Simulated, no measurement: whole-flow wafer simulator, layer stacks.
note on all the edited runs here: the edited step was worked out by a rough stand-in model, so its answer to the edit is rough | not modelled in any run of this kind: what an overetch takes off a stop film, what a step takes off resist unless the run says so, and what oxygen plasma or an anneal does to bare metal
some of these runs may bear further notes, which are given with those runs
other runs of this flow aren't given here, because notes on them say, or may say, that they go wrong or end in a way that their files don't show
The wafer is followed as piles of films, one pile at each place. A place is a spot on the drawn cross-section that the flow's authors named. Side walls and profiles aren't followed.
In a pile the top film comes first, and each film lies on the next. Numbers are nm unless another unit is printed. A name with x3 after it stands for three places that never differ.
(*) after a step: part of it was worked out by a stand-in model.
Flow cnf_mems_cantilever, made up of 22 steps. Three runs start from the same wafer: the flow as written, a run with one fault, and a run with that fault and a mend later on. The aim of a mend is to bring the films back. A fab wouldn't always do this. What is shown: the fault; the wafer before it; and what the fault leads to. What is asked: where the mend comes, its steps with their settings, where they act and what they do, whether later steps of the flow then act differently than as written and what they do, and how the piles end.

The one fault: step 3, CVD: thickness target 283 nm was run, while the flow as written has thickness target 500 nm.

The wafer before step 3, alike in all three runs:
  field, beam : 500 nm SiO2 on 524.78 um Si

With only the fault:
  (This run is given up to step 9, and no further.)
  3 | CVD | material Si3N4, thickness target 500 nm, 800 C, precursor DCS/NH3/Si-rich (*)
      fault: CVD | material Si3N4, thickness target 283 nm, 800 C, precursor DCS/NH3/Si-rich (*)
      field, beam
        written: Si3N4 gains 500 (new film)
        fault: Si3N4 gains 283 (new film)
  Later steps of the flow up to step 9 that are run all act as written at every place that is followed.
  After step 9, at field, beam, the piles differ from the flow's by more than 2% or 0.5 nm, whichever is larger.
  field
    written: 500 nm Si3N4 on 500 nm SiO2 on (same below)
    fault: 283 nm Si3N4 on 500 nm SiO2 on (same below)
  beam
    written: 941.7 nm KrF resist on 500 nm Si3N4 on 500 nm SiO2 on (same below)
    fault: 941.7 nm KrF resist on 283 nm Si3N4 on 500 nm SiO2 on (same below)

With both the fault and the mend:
  The mend stands after step 3.
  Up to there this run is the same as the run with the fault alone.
  3a | ETCH | chemistry h3po4, depth target 325.5 nm
      field, beam
        Si3N4 loses 283 (all of it)
  3b | CLEAN | chemistry SC1/SC2 (a further turn of the flow's step 1)
      does not change any film at any place that is followed
  3c | CVD | material Si3N4, thickness target 500 nm, 800 C, precursor DCS/NH3/Si-rich (*) (a further turn of the flow's step 3)
      field, beam
        Si3N4 gains 500 (new film)
  Later steps of the flow that are run all act as written at every place that is followed.
  The piles end the same as the flow's at every place that both follow.
